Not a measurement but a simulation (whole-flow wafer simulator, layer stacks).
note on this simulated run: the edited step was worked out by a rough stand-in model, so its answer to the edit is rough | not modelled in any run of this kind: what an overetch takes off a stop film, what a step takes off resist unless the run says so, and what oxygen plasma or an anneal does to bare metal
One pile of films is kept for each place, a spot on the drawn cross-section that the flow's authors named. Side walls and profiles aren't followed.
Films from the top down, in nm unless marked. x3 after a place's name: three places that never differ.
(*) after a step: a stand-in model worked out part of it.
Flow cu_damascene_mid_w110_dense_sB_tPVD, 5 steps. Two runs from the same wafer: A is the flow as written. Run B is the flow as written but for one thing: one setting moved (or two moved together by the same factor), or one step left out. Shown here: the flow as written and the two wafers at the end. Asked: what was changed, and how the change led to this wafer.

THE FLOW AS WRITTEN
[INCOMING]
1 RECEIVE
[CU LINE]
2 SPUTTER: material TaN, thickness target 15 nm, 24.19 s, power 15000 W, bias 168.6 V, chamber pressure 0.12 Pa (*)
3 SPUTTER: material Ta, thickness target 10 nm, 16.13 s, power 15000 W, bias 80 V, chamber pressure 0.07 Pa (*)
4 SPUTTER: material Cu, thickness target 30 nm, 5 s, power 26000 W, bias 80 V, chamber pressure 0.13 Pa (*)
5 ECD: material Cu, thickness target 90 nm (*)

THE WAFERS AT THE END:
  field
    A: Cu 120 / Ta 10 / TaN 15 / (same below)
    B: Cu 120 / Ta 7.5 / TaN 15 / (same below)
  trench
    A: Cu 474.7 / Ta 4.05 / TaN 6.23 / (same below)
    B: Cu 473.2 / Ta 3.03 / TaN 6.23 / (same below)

The cause: step 3, SPUTTER: thickness target 7.5 nm was run, where the flow has thickness target 10 nm; step 3, SPUTTER: 12.1 s was run, where the flow has 16.13 s.
It can be read off the wafer: field has Ta 7.5, and step 3 as written asks for 10 nm.

How the change led to this, step by step:
  3 SPUTTER: material Ta, thickness target 10 nm, 16.13 s, power 15000 W, bias 80 V, chamber pressure 0.07 Pa (*)
      field: A Ta +10 (new film) | B Ta +7.5 (new film)
      trench: A Ta +4.05 (new film) | B Ta +3.03 (new film)
